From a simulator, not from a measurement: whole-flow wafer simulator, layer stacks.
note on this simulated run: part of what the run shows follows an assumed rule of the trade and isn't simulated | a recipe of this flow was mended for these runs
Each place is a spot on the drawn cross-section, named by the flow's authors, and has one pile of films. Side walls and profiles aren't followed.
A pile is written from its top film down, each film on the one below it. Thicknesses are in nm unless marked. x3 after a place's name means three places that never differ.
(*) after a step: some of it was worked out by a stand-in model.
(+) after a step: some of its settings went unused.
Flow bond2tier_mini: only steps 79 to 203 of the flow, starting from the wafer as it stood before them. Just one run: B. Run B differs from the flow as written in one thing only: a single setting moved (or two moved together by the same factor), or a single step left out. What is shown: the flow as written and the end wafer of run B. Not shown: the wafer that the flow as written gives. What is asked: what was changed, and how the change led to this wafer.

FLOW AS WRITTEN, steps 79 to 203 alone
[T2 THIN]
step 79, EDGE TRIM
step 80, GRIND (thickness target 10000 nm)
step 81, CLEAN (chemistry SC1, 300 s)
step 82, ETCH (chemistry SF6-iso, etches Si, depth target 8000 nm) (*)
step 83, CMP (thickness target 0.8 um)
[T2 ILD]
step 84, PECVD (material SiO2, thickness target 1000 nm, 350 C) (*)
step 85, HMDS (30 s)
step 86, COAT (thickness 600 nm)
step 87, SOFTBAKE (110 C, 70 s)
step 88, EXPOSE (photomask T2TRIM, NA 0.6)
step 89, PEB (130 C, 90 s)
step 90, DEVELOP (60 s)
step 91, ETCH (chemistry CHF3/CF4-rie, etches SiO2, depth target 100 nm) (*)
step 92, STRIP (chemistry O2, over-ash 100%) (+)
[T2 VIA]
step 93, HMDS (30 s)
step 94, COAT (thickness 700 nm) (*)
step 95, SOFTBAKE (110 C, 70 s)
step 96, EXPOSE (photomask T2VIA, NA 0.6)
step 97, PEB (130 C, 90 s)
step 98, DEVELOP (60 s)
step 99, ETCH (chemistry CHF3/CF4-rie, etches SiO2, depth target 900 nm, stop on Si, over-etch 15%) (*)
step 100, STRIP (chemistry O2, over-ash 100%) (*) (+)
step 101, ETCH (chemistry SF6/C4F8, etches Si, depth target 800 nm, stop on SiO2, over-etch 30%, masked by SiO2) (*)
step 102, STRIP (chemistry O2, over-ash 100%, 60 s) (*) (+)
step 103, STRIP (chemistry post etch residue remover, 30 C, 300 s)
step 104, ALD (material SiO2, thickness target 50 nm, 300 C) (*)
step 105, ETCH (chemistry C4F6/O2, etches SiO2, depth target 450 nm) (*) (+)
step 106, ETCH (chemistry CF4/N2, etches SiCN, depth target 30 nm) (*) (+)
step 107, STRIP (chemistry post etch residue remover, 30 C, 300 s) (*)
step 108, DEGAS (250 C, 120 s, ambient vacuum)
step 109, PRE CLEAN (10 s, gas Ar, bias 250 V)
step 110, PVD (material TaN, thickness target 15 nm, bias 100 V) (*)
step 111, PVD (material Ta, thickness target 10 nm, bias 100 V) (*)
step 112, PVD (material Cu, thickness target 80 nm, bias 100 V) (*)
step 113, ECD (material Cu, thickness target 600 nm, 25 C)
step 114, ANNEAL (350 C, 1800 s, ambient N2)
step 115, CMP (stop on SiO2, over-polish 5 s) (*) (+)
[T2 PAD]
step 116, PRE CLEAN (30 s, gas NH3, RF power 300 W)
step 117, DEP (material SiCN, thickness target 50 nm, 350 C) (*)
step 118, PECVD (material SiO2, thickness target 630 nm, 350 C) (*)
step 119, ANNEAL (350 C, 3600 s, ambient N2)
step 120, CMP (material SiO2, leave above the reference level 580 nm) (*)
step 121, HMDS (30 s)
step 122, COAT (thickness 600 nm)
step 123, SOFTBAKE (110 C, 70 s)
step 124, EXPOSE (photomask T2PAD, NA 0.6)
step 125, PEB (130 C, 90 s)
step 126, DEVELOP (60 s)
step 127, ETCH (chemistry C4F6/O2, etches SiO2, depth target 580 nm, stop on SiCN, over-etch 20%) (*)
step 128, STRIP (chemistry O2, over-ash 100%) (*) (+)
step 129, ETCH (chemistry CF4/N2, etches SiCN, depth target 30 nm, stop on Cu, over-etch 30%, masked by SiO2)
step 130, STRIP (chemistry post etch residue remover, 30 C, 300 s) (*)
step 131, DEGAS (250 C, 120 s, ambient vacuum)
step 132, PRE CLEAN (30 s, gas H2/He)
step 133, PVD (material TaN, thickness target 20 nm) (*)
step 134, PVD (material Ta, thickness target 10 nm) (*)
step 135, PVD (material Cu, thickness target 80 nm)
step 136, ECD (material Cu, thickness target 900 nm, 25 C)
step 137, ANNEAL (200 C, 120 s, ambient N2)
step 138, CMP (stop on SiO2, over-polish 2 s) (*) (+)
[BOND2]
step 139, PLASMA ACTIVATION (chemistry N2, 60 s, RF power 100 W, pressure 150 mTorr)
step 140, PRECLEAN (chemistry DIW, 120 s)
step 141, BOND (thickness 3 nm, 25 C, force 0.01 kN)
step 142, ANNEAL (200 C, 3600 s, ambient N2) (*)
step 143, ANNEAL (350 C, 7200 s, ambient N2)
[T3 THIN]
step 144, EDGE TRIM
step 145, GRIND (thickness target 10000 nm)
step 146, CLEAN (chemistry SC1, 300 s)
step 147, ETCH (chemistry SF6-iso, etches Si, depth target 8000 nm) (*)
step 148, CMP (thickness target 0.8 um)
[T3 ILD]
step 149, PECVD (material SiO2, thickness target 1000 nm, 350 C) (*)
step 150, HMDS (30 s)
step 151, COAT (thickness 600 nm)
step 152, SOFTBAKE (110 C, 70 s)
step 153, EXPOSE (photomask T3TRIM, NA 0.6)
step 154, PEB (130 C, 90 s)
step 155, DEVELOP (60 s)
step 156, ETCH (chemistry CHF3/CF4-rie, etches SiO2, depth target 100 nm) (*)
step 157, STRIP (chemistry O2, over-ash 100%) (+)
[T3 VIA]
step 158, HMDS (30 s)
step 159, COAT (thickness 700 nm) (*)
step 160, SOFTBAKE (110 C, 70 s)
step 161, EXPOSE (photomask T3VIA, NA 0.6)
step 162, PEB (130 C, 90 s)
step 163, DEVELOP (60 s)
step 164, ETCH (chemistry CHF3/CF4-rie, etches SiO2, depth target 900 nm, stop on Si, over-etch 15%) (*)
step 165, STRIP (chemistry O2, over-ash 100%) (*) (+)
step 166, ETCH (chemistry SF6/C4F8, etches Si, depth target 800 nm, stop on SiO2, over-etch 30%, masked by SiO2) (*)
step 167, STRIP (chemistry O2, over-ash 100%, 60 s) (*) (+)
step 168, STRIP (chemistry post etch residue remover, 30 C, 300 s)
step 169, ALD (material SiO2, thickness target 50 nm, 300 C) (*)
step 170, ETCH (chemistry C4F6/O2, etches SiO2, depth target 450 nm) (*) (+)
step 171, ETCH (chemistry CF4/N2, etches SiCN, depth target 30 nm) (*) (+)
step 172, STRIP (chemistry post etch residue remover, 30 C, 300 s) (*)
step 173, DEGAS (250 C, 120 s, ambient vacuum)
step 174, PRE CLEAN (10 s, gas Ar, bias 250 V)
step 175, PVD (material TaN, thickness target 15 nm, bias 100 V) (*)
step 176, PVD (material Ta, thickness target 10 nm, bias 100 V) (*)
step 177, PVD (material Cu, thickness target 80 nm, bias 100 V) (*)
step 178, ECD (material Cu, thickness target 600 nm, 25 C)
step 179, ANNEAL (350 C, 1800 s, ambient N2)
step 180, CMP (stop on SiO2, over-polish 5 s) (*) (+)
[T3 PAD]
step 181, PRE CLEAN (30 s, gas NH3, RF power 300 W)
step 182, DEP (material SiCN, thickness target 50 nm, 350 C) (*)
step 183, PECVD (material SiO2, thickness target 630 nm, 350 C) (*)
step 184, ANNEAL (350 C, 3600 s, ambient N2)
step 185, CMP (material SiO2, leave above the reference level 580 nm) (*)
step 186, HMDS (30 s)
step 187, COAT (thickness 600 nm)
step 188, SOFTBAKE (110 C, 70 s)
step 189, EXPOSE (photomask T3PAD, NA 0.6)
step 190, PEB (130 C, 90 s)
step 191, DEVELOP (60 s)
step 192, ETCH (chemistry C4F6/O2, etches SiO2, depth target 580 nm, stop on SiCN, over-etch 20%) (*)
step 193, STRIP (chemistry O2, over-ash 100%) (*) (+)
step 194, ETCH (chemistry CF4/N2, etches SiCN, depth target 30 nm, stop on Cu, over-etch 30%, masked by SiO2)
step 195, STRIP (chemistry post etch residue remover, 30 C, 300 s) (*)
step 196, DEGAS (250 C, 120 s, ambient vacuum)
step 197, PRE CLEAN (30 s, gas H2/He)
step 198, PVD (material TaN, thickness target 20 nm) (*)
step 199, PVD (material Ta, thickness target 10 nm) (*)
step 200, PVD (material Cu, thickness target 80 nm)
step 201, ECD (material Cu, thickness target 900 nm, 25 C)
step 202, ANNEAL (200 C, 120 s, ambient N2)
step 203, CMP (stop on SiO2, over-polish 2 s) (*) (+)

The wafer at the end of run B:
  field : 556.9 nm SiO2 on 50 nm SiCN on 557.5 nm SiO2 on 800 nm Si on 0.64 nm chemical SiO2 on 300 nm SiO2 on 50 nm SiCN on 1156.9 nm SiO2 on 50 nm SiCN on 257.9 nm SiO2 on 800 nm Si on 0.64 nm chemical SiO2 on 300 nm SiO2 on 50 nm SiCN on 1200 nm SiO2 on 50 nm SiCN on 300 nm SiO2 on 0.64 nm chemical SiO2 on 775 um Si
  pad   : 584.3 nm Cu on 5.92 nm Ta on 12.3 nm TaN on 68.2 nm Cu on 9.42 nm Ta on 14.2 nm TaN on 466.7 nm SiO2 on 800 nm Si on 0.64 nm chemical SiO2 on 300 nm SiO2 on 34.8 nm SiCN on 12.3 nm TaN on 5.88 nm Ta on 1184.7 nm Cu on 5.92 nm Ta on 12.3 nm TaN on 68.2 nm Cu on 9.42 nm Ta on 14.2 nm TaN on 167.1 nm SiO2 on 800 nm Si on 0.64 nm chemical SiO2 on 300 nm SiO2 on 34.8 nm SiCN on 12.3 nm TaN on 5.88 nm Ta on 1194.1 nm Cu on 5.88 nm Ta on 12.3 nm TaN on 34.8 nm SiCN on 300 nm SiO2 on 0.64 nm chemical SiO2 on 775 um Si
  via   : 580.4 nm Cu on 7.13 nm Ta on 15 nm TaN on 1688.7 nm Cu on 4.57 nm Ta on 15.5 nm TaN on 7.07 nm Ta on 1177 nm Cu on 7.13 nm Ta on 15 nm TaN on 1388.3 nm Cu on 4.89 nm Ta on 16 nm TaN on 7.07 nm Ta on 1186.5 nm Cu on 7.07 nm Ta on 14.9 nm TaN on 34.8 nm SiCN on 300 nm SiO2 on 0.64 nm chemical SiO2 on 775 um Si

What caused this: step 84, PECVD: thickness target 700 nm was run, while the flow as written has thickness target 1000 nm.

Step by step, how the change led to this:
  step 84, PECVD (material SiO2, thickness target 1000 nm, 350 C) (*)
      field, pad, via: +700 SiO2 (new film) (it would be, as written: +1000 SiO2 (new film))
  step 99, ETCH (chemistry CHF3/CF4-rie, etches SiO2, depth target 900 nm, stop on Si, over-etch 15%) (*)
      field, pad: -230 thick-KrF-resist (it would be, as written: -345 thick-KrF-resist)
      via: -600 SiO2 (all of it), -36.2 Si (it would be, as written: -900 SiO2 (all of it), -11.2 Si)
  step 100, STRIP (chemistry O2, over-ash 100%) (*) (+)
      field: -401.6 thick-KrF-resist (all of it) (it would be, as written: -286.6 thick-KrF-resist (all of it))
      pad: -487.9 thick-KrF-resist (all of it) (it would be, as written: -372.9 thick-KrF-resist (all of it))
  step 101, ETCH (chemistry SF6/C4F8, etches Si, depth target 800 nm, stop on SiO2, over-etch 30%, masked by SiO2) (*)
      via: -763.8 Si (all of it), -0.64 chemical SiO2 (all of it), -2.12 SiO2 (it would be, as written: -788.8 Si (all of it), -0.64 chemical SiO2 (all of it), -1.87 SiO2)
  step 112, PVD (material Cu, thickness target 80 nm, bias 100 V) (*)
      via: +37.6 Cu (new film) (it would be, as written: +35 Cu (new film))
  step 113, ECD (material Cu, thickness target 600 nm, 25 C)
      via: +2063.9 Cu (it would be, as written: +2367 Cu)
